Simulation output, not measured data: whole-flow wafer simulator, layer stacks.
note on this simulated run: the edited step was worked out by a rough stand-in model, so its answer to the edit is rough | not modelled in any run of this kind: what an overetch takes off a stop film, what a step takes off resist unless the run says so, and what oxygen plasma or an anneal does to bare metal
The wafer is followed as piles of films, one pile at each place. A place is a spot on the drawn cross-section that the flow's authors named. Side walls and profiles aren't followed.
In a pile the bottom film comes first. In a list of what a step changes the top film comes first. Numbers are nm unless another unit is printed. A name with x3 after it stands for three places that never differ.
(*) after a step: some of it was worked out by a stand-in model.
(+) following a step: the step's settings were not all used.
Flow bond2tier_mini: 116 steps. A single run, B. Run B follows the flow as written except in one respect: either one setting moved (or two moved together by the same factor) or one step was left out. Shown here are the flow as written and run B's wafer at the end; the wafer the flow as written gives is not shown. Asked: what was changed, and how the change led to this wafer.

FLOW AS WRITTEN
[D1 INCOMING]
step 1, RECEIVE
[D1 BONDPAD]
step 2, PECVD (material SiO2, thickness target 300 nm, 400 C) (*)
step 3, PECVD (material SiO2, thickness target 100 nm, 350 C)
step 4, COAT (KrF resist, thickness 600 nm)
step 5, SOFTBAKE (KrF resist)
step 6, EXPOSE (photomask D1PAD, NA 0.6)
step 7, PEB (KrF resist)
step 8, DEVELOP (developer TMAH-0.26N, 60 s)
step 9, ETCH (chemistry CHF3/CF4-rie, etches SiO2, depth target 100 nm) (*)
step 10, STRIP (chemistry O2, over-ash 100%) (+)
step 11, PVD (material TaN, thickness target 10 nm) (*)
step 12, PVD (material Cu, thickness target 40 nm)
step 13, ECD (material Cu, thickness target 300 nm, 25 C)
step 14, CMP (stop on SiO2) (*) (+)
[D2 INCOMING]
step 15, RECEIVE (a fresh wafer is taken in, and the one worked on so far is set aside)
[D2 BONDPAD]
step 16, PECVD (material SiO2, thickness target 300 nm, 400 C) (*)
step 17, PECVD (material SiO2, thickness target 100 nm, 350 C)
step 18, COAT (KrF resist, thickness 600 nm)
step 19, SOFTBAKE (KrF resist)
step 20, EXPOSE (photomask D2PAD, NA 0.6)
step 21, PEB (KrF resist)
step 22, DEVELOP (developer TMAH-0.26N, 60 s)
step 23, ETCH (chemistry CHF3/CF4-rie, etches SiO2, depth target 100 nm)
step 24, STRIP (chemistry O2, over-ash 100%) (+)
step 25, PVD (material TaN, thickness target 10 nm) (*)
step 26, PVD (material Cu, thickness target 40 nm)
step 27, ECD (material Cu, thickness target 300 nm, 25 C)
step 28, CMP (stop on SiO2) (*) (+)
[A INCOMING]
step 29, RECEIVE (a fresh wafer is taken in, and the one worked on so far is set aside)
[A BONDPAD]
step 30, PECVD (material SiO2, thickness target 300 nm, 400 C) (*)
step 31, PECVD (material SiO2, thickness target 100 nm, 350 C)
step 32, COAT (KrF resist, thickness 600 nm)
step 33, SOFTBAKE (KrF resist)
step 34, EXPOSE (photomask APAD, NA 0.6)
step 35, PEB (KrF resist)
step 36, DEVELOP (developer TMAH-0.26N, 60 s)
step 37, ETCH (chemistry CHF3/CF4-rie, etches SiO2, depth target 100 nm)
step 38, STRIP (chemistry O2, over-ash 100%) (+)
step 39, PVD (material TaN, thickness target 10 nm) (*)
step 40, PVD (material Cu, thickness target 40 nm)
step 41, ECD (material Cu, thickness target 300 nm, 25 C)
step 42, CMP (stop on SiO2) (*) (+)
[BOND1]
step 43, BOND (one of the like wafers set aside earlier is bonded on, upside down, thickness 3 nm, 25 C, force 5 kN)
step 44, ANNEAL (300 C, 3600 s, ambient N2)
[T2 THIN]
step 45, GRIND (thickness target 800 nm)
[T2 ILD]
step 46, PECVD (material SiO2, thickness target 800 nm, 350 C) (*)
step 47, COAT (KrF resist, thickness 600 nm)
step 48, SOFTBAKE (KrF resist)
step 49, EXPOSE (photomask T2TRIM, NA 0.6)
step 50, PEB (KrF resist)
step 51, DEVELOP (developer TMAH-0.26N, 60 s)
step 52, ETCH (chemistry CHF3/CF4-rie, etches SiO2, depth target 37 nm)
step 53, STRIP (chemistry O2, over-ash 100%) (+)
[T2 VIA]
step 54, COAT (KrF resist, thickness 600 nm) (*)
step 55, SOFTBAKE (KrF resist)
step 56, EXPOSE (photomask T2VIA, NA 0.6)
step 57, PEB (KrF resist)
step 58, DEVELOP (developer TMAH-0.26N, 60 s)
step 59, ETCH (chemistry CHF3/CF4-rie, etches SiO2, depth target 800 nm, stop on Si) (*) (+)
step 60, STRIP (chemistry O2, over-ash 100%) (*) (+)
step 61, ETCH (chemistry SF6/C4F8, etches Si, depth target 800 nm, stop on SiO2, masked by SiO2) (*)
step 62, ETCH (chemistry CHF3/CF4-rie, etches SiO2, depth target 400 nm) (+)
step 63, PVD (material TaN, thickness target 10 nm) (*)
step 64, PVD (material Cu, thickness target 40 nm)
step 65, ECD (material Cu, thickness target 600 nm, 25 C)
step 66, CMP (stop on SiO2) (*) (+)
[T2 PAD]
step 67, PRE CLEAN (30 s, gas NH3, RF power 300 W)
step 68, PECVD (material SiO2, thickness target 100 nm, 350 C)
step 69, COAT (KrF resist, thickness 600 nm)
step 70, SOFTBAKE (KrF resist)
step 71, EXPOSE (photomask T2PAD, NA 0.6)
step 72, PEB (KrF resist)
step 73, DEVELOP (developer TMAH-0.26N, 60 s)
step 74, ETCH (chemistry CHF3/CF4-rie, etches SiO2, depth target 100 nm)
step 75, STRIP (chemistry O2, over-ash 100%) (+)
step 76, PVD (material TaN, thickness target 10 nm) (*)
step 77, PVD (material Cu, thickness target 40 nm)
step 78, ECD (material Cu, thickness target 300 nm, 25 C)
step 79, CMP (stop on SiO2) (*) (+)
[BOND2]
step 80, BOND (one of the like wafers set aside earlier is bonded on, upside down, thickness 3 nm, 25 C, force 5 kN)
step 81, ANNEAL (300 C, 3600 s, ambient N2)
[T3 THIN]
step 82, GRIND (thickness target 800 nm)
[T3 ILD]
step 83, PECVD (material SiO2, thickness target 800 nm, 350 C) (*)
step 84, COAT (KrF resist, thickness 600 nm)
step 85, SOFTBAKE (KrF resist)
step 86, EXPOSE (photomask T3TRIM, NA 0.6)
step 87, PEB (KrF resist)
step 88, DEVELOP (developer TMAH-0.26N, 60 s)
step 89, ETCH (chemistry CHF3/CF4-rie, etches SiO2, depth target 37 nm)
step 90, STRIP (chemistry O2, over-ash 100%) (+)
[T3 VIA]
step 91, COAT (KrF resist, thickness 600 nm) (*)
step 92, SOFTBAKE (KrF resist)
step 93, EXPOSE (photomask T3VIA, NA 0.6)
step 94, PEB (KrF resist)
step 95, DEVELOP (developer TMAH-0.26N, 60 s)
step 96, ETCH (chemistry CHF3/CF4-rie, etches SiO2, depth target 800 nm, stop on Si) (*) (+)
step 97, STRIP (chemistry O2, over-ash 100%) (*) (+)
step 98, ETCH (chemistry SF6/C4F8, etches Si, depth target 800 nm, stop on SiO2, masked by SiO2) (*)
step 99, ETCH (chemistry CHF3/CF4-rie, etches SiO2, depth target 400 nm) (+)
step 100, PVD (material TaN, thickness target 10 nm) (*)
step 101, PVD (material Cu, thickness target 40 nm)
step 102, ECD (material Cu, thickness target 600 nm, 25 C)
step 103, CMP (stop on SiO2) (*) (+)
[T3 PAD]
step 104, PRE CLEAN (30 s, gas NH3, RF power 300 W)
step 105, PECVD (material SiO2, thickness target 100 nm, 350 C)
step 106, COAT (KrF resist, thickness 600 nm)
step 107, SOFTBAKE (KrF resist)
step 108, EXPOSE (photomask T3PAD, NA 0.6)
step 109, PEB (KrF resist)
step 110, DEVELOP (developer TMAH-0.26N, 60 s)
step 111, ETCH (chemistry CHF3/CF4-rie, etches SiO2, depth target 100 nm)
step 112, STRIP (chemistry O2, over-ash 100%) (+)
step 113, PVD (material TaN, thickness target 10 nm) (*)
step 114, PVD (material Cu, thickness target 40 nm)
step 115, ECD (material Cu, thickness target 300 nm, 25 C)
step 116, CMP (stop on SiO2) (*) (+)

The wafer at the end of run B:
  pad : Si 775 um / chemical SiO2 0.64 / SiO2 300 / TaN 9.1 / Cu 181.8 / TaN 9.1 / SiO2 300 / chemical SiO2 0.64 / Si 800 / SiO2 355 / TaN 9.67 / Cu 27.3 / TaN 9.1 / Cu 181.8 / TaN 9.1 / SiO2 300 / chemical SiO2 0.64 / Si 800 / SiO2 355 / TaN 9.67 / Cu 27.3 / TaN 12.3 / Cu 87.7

What caused this: step 113, PVD: thickness target 13.5 nm was run, while the flow as written has thickness target 10 nm.

How this came from the change, step by step:
  step 113, PVD (material TaN, thickness target 10 nm) (*)
      field: TaN gains 13.5 (new film) (as written it would have been: TaN gains 10 (new film))
      pad: TaN gains 12.3 (new film) (as written it would have been: TaN gains 9.1 (new film))
  step 116, CMP (stop on SiO2) (*) (+)
      field: Cu loses 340 (all of it), TaN loses 13.5 (all of it) (as written it would have been: Cu loses 340 (all of it), TaN loses 10 (all of it))
